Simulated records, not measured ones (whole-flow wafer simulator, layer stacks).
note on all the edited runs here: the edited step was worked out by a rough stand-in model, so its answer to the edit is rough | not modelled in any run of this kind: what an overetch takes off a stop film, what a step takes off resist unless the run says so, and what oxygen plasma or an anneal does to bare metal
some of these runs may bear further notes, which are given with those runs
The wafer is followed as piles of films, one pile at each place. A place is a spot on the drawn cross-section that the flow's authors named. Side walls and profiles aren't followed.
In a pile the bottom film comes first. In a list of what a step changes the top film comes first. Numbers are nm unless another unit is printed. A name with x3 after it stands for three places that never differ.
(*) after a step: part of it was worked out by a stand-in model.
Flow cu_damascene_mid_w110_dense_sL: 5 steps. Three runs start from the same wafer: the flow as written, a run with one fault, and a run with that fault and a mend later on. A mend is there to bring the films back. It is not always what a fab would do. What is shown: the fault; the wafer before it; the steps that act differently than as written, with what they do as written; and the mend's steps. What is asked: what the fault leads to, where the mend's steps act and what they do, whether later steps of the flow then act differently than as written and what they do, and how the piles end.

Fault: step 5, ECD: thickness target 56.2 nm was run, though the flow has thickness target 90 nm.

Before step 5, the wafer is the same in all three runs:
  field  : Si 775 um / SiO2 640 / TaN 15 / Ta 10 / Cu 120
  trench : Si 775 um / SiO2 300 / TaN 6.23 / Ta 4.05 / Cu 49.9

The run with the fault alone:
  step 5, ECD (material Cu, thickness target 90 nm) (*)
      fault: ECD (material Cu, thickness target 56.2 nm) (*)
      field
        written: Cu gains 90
        fault: Cu gains 56.2
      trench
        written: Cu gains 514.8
        fault: Cu gains 481
  None of the later steps of the flow acts differently than as written at any place that is followed.
  By the end, the piles at field, trench depart from the flow's by more than 2% or 0.5 nm, whichever is larger.
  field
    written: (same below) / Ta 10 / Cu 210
    fault: (same below) / Ta 10 / Cu 176.2
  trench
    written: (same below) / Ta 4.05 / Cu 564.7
    fault: (same below) / Ta 4.05 / Cu 530.9

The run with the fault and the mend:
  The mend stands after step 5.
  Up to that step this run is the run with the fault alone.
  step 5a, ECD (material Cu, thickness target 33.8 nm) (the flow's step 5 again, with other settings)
      field, trench
        Cu gains 33.8
  None of the later steps of the flow acts differently than as written at any place that is followed.
  By the end, the piles equal the flow's at every place that both follow.
